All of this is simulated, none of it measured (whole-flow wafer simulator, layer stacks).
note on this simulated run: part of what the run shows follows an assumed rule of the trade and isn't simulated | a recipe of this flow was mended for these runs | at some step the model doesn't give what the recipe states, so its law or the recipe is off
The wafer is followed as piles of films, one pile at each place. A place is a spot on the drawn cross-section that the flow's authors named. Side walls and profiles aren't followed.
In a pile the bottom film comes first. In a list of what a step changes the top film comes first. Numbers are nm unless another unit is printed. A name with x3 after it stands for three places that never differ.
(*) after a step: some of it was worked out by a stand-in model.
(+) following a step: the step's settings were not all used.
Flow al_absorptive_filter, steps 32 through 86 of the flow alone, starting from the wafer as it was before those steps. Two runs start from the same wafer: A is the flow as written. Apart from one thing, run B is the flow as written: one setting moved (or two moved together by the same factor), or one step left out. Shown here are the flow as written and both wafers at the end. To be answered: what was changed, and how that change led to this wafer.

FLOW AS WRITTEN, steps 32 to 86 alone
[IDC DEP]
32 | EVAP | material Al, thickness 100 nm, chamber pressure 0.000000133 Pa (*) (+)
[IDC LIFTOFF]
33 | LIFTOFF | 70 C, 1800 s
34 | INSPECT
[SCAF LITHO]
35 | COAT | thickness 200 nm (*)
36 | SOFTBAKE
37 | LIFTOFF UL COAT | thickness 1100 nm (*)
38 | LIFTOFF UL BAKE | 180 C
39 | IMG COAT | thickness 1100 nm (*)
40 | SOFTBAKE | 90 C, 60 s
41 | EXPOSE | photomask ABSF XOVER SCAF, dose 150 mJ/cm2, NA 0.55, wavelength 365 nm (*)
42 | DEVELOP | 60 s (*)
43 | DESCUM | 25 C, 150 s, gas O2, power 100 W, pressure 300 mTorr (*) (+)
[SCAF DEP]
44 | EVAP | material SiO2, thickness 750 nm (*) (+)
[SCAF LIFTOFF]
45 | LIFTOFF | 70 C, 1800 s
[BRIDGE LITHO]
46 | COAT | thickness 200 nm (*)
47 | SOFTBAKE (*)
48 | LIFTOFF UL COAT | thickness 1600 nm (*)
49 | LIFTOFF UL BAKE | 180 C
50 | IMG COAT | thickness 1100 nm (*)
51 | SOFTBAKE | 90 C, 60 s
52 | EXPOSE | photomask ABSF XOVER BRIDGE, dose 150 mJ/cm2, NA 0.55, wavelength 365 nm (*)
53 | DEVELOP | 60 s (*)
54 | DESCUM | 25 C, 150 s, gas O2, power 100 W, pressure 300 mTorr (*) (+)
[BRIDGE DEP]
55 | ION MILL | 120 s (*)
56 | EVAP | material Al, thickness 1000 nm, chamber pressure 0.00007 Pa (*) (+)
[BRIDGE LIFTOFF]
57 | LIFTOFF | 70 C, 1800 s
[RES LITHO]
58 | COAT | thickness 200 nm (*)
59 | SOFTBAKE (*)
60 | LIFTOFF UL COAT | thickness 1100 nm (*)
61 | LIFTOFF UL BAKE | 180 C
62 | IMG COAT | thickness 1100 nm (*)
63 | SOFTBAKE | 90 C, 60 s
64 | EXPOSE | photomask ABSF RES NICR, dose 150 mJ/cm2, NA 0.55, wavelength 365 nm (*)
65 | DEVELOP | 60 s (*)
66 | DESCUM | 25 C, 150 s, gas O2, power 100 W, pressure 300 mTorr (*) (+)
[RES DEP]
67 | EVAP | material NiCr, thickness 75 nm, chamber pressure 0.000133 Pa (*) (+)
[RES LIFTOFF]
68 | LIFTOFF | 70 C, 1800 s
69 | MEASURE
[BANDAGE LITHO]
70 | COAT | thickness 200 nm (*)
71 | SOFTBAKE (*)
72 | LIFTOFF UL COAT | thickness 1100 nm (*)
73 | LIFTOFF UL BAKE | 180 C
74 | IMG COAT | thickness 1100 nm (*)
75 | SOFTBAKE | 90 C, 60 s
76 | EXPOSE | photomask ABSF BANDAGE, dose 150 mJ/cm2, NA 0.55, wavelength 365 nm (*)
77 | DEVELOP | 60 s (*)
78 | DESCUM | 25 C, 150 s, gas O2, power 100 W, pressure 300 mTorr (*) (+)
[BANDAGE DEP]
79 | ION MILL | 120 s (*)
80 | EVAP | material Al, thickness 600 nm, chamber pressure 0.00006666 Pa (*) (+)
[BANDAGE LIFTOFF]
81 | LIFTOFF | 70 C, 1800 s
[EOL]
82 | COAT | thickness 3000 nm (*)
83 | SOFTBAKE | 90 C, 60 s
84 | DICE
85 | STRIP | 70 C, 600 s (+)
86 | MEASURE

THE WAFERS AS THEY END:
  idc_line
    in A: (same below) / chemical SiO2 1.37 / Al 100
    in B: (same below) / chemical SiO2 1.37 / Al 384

The reason: step 32, EVAP: thickness 125.1 nm was run, while the flow as written has thickness 100 nm.

Step by step, how the change led to this:
  32 | EVAP | material Al, thickness 100 nm, chamber pressure 0.000000133 Pa (*) (+)
      gnd, pad_far, pad_near and 10 more: A Al gains 100 (new film) | B Al gains 125.1 (new film)
      idc_line: A Al gains 100 (new film) | B Al gains 384 (new film)
  33 | LIFTOFF | 70 C, 1800 s
      gnd, xa_field, xa_margin, xa_strip, xl_land, idc_field, idc_space: A Al loses 100 (all of it), e-beam-resist loses 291 (all of it) | B Al loses 125.1 (all of it), e-beam-resist loses 291 (all of it)
      pad_far: A Al loses 100 (all of it), e-beam-resist loses 287 (all of it) | B Al loses 125.1 (all of it), e-beam-resist loses 287 (all of it)
      (as well as at 5 more places)
  35 | COAT | thickness 200 nm (*)
      idc_line: A acrylic-e-beam-resist gains 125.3 (new film) | B acrylic-e-beam-resist gains 3 (new film)
      idc_space: A acrylic-e-beam-resist gains 228.2 (new film) | B acrylic-e-beam-resist gains 368.2 (new film)
  37 | LIFTOFF UL COAT | thickness 1100 nm (*)
      idc_line: A lift-off-underlayer gains 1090 (new film) | B lift-off-underlayer gains 996.7 (new film)
      idc_space: A lift-off-underlayer gains 1087.8 (new film) | B lift-off-underlayer gains 1016.7 (new film)
  45 | LIFTOFF | 70 C, 1800 s
      idc_line: A SiO2 loses 750 (all of it), i-line-resist loses 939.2 (all of it), lift-off-underlayer loses 1090 (all of it), acrylic-e-beam-resist loses 125.3 (all of it) | B SiO2 loses 750 (all of it), i-line-resist loses 937.4 (all of it), lift-off-underlayer loses 996.7 (all of it), acrylic-e-beam-resist loses 3 (all of it)
      idc_space: A SiO2 loses 750 (all of it), i-line-resist loses 939.1 (all of it), lift-off-underlayer loses 1087.8 (all of it), acrylic-e-beam-resist loses 228.2 (all of it) | B SiO2 loses 750 (all of it), i-line-resist loses 937 (all of it), lift-off-underlayer loses 1016.7 (all of it), acrylic-e-beam-resist loses 368.2 (all of it)
  46 | COAT | thickness 200 nm (*)
      idc_line: A acrylic-e-beam-resist gains 129.8 (new film) | B acrylic-e-beam-resist gains 3 (new film)
      idc_space: A acrylic-e-beam-resist gains 229.8 (new film) | B acrylic-e-beam-resist gains 376.7 (new film)
  48 | LIFTOFF UL COAT | thickness 1600 nm (*)
      idc_line: A lift-off-underlayer gains 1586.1 (new film) | B lift-off-underlayer gains 1493.4 (new film)
      idc_space: A lift-off-underlayer gains 1586.9 (new film) | B lift-off-underlayer gains 1504.4 (new film)
  57 | LIFTOFF | 70 C, 1800 s
      idc_line: A Al loses 1000 (all of it), i-line-resist loses 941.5 (all of it), lift-off-underlayer loses 1586.1 (all of it), acrylic-e-beam-resist loses 129.8 (all of it) | B Al loses 1000 (all of it), i-line-resist loses 940.7 (all of it), lift-off-underlayer loses 1493.4 (all of it), acrylic-e-beam-resist loses 3 (all of it)
      idc_space: A Al loses 1000 (all of it), i-line-resist loses 941.5 (all of it), lift-off-underlayer loses 1586.9 (all of it), acrylic-e-beam-resist loses 229.8 (all of it) | B Al loses 1000 (all of it), i-line-resist loses 940.7 (all of it), lift-off-underlayer loses 1504.4 (all of it), acrylic-e-beam-resist loses 376.7 (all of it)
  58 | COAT | thickness 200 nm (*)
      idc_line: A acrylic-e-beam-resist gains 129.8 (new film) | B acrylic-e-beam-resist gains 3 (new film)
      idc_space: A acrylic-e-beam-resist gains 229.8 (new film) | B acrylic-e-beam-resist gains 376.7 (new film)
  60 | LIFTOFF UL COAT | thickness 1100 nm (*)
      idc_line: A lift-off-underlayer gains 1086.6 (new film) | B lift-off-underlayer gains 998.5 (new film)
      idc_space: A lift-off-underlayer gains 1087.4 (new film) | B lift-off-underlayer gains 1009.5 (new film)
  68 | LIFTOFF | 70 C, 1800 s
      idc_line: A NiCr loses 75 (all of it), i-line-resist loses 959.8 (all of it), lift-off-underlayer loses 1086.6 (all of it), acrylic-e-beam-resist loses 129.8 (all of it) | B NiCr loses 75 (all of it), i-line-resist loses 957.6 (all of it), lift-off-underlayer loses 998.5 (all of it), acrylic-e-beam-resist loses 3 (all of it)
      idc_space: A NiCr loses 75 (all of it), i-line-resist loses 959.8 (all of it), lift-off-underlayer loses 1087.4 (all of it), acrylic-e-beam-resist loses 229.8 (all of it) | B NiCr loses 75 (all of it), i-line-resist loses 957.7 (all of it), lift-off-underlayer loses 1009.5 (all of it), acrylic-e-beam-resist loses 376.7 (all of it)
  70 | COAT | thickness 200 nm (*)
      idc_line: A acrylic-e-beam-resist gains 129.8 (new film) | B acrylic-e-beam-resist gains 3 (new film)
      idc_space: A acrylic-e-beam-resist gains 229.8 (new film) | B acrylic-e-beam-resist gains 376.7 (new film)
  72 | LIFTOFF UL COAT | thickness 1100 nm (*)
      idc_line: A lift-off-underlayer gains 1086.6 (new film) | B lift-off-underlayer gains 998.5 (new film)
      idc_space: A lift-off-underlayer gains 1087.4 (new film) | B lift-off-underlayer gains 1009.5 (new film)
  81 | LIFTOFF | 70 C, 1800 s
      idc_line: A Al loses 600 (all of it), i-line-resist loses 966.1 (all of it), lift-off-underlayer loses 1086.6 (all of it), acrylic-e-beam-resist loses 129.8 (all of it) | B Al loses 600 (all of it), i-line-resist loses 963.9 (all of it), lift-off-underlayer loses 998.5 (all of it), acrylic-e-beam-resist loses 3 (all of it)
      idc_space: A Al loses 600 (all of it), i-line-resist loses 966.1 (all of it), lift-off-underlayer loses 1087.4 (all of it), acrylic-e-beam-resist loses 229.8 (all of it) | B Al loses 600 (all of it), i-line-resist loses 964 (all of it), lift-off-underlayer loses 1009.5 (all of it), acrylic-e-beam-resist loses 376.7 (all of it)
  82 | COAT | thickness 3000 nm (*)
      idc_line: A i-line-resist gains 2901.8 (new film) | B i-line-resist gains 2625.6 (new film)
  83 | SOFTBAKE | 90 C, 60 s
      idc_line: A i-line-resist loses 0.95 | B i-line-resist loses 4.31
      idc_space: A i-line-resist loses 0.95 | B i-line-resist loses 4.3
  85 | STRIP | 70 C, 600 s (+)
      idc_line: A i-line-resist loses 2900.9 (all of it) | B i-line-resist loses 2621.3 (all of it)
